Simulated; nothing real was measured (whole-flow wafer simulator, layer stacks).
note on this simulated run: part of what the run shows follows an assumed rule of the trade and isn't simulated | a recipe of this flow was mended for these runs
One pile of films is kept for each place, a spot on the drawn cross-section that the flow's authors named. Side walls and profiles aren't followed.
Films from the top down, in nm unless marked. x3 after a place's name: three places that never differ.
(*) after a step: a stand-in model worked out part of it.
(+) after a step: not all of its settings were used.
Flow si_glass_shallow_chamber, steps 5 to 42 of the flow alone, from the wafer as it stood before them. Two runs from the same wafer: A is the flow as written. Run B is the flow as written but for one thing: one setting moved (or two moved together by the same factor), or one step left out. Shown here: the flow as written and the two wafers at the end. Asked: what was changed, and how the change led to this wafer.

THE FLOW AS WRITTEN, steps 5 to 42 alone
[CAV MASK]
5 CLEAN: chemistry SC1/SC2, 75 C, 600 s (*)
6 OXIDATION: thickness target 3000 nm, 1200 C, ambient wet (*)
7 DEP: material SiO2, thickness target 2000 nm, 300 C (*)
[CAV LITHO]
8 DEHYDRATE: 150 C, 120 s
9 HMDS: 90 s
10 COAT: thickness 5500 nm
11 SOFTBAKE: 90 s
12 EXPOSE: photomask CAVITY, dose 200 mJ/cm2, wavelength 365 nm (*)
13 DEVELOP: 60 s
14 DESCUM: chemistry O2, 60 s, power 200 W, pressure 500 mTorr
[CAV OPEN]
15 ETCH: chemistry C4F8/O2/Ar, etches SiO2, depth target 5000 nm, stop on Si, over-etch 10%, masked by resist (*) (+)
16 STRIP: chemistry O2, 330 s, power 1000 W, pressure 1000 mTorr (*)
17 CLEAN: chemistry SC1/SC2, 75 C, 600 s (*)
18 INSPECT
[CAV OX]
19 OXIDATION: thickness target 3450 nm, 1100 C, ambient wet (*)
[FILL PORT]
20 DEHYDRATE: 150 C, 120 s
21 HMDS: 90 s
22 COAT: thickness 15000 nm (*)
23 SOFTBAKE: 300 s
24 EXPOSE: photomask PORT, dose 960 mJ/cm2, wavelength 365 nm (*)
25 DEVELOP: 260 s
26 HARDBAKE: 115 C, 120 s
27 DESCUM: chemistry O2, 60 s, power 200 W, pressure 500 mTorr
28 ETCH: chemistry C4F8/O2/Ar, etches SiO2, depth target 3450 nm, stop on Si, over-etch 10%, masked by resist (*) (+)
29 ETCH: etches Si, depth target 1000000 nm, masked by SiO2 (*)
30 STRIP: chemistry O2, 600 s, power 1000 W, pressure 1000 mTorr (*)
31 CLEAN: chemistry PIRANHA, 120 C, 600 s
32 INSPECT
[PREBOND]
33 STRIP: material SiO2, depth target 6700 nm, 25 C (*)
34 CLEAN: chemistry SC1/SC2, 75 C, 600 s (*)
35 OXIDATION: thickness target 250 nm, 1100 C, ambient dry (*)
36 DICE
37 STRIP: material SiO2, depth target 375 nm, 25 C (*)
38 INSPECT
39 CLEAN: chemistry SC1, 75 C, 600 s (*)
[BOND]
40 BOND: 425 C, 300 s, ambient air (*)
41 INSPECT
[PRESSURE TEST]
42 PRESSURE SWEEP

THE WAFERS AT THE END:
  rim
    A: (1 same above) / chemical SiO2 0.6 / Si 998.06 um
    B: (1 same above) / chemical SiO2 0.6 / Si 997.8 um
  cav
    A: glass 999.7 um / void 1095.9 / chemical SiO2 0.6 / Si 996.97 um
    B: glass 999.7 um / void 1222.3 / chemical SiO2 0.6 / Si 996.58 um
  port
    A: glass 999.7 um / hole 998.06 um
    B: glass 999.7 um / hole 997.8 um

The cause: step 6, OXIDATION: thickness target 3720 nm was run, where the flow has thickness target 3000 nm; step 15, ETCH: depth target 6200 nm was run, where the flow has depth target 5000 nm.

How the change led to this, step by step:
  6 OXIDATION: thickness target 3000 nm, 1200 C, ambient wet (*)
      rim, ramp, cav, port, septum, ring: A SiO2 +3000 (new film), chemical SiO2 -0.6 (all of it), Si -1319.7 | B SiO2 +3720 (new film), chemical SiO2 -0.6 (all of it), Si -1636.5
  15 ETCH: chemistry C4F8/O2/Ar, etches SiO2, depth target 5000 nm, stop on Si, over-etch 10%, masked by resist (*) (+)
      rim, ramp, septum, ring: A thick-i-line-resist -1100 | B thick-i-line-resist -1258.4
      cav, port: A SiO2 -5000 (all of it), Si -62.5 | B SiO2 -5720 (all of it), Si -137.5
  16 STRIP: chemistry O2, 330 s, power 1000 W, pressure 1000 mTorr (*)
      rim, ramp, septum, ring: A thick-i-line-resist -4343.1 (all of it) | B thick-i-line-resist -4184.7 (all of it)
  19 OXIDATION: thickness target 3450 nm, 1100 C, ambient wet (*)
      rim, ramp, septum, ring: A SiO2 +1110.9, Si -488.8 | B SiO2 +994.2, Si -437.5
  22 COAT: thickness 15000 nm (*)
      rim: A thick-i-line-resist +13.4 um (new film) | B thick-i-line-resist +13.1 um (new film)
      ramp: A thick-i-line-resist +12.89 um (new film) | B thick-i-line-resist +12.5 um (new film)
      (and at 4 more places)
  23 SOFTBAKE: 300 s
      rim: A thick-i-line-resist -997 | B thick-i-line-resist -1204.5
      ramp: A thick-i-line-resist -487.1 | B thick-i-line-resist -598.6
      (and at 4 more places)
  25 DEVELOP: 260 s
      port: A thick-i-line-resist -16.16 um (all of it) | B thick-i-line-resist -16.38 um (all of it)
  26 HARDBAKE: 115 C, 120 s
      rim, ramp: A thick-i-line-resist -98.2 | B thick-i-line-resist -92.3
      cav: A thick-i-line-resist -147.1 | B thick-i-line-resist -150.2
  29 ETCH: etches Si, depth target 1000000 nm, masked by SiO2 (*)
      rim, ramp: A thick-i-line-resist -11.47 um (all of it), SiO2 -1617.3 | B thick-i-line-resist -10.98 um (all of it), SiO2 -1883.3
      port: A hole +997.05 um (new film), Si -997.05 um (all of it) | B hole +996.66 um (new film), Si -996.66 um (all of it)
      (and at 2 more places)
  30 STRIP: chemistry O2, 600 s, power 1000 W, pressure 1000 mTorr (*)
      cav: A thick-i-line-resist -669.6 (all of it) | B thick-i-line-resist -891.3 (all of it)
  33 STRIP: material SiO2, depth target 6700 nm, 25 C (*)
      rim, ramp: A SiO2 -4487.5 (all of it) | B SiO2 -4824.9 (all of it)
      septum: A SiO2 -5732.1 (all of it) | B SiO2 -6312.9 (all of it)
      (and at 1 more place)
  40 BOND: 425 C, 300 s, ambient air (*)
      cav: A glass +999.7 um (new film), void +1095.9 (new film) | B glass +999.7 um (new film), void +1222.3 (new film)
      port: A glass +999.7 um (new film), hole +1017.3 | B glass +999.7 um (new film), hole +1143.6
